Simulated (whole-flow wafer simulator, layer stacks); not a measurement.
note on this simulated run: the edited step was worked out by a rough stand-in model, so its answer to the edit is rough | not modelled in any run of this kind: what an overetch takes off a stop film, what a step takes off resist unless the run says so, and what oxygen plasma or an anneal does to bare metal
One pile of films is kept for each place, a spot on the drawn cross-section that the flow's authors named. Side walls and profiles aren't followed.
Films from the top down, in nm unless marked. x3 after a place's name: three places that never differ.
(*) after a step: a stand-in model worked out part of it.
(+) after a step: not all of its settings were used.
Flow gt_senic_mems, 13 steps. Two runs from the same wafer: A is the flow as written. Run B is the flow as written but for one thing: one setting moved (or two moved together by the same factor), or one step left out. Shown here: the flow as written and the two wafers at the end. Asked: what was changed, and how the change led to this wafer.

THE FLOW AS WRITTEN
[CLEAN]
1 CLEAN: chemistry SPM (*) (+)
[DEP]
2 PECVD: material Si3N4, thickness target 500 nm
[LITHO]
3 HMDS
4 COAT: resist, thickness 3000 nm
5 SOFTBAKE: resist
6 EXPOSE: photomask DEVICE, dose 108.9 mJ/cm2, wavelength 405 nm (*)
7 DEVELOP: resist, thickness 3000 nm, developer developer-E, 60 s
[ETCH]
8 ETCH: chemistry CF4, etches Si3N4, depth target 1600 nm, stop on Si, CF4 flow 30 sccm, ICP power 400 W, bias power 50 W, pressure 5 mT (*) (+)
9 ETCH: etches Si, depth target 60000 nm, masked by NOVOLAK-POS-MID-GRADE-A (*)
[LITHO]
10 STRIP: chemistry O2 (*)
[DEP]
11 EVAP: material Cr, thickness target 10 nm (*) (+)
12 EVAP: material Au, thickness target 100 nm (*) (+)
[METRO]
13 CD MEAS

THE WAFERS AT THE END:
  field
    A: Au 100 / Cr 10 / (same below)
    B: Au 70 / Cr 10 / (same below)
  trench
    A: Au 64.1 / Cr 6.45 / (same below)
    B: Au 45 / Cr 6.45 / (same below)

The cause: step 12, EVAP: thickness target 70 nm was run, where the flow has thickness target 100 nm.
It can be read off the wafer: field has Au 70, and step 12 as written asks for 100 nm.

How the change led to this, step by step:
  12 EVAP: material Au, thickness target 100 nm (*) (+)
      field: A Au +100 (new film) | B Au +70 (new film)
      trench: A Au +64.1 (new film) | B Au +45 (new film)
